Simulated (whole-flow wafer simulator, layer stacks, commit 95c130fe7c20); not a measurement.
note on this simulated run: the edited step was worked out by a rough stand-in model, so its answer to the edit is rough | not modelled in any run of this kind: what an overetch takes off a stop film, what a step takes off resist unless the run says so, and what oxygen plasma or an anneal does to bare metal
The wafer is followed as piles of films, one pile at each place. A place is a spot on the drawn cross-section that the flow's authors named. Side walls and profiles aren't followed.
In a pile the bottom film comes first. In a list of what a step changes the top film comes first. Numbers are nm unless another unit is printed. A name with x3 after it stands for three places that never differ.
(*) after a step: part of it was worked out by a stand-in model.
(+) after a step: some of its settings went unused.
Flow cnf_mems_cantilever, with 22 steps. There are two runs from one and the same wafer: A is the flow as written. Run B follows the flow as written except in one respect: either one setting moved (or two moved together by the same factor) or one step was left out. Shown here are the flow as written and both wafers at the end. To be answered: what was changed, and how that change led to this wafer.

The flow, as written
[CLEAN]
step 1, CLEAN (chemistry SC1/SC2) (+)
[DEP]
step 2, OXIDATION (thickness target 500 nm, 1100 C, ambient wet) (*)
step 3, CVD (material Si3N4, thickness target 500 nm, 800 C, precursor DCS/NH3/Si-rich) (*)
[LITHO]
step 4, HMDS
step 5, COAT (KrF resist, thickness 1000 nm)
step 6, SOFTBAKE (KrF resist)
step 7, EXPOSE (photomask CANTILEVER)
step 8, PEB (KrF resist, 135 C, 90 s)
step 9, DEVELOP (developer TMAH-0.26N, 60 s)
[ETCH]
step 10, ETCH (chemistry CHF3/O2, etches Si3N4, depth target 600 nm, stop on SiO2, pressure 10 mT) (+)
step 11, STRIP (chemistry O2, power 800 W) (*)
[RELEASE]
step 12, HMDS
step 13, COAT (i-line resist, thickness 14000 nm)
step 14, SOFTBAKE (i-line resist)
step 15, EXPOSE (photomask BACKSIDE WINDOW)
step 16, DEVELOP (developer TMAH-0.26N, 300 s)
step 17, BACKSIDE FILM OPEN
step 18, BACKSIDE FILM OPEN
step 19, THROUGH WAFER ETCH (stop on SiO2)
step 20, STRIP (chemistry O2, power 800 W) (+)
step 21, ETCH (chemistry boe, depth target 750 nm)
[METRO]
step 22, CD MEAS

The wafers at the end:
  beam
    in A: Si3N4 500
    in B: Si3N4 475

The reason: step 3, CVD: thickness target 475 nm was run, though the flow has thickness target 500 nm.
The wafer lets one read it off: beam has Si3N4 475, and step 3 as written asks for 500 nm.

Step by step, how the change led to this:
  step 3, CVD (material Si3N4, thickness target 500 nm, 800 C, precursor DCS/NH3/Si-rich) (*)
      field, beam: A +500 Si3N4 (new film) | B +475 Si3N4 (new film)
  step 10, ETCH (chemistry CHF3/O2, etches Si3N4, depth target 600 nm, stop on SiO2, pressure 10 mT) (+)
      field: A -500 Si3N4 (all of it) | B -475 Si3N4 (all of it)
